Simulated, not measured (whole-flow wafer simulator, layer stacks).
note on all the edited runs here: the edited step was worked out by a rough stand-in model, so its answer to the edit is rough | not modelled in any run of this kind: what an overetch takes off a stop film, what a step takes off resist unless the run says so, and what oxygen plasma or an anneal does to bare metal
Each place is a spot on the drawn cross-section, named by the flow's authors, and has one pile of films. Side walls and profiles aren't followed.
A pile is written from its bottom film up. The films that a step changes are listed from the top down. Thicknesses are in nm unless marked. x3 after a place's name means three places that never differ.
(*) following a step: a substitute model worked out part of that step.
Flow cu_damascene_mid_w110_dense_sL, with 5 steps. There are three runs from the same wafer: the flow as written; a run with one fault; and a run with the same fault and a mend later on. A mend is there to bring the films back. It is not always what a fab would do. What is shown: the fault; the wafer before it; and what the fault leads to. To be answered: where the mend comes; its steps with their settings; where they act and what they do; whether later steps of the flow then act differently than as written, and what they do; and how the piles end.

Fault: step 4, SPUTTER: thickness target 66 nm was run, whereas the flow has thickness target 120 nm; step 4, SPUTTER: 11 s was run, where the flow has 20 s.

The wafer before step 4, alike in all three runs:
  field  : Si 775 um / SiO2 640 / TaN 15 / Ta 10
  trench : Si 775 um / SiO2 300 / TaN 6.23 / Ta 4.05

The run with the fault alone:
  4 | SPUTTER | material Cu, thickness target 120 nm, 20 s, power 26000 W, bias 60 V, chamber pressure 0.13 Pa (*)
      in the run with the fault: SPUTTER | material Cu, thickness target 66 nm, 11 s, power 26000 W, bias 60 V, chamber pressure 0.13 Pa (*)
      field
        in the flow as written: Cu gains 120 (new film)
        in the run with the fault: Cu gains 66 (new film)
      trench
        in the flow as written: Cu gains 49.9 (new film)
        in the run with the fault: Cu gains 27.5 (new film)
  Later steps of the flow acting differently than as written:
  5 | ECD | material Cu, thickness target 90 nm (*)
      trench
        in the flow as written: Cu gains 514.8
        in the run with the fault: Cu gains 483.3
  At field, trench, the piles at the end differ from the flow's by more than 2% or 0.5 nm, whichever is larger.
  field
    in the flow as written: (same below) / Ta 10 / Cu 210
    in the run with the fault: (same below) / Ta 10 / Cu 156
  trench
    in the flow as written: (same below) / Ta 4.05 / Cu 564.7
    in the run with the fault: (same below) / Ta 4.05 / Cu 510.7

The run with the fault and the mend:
  After step 4 comes the mend.
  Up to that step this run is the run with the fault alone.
  4a | SPUTTER | material Cu, thickness target 54 nm, 9 s, power 26000 W, bias 60 V, chamber pressure 0.13 Pa (*) (a further turn of the flow's step 4, with different settings)
      field
        Cu gains 54
      trench
        Cu gains 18
  None of the later steps of the flow differs from how it acts as written, at any place that is followed, by more than 2% or 0.5 nm, whichever is larger.
  By the end, the piles equal the flow's at every place that both follow.
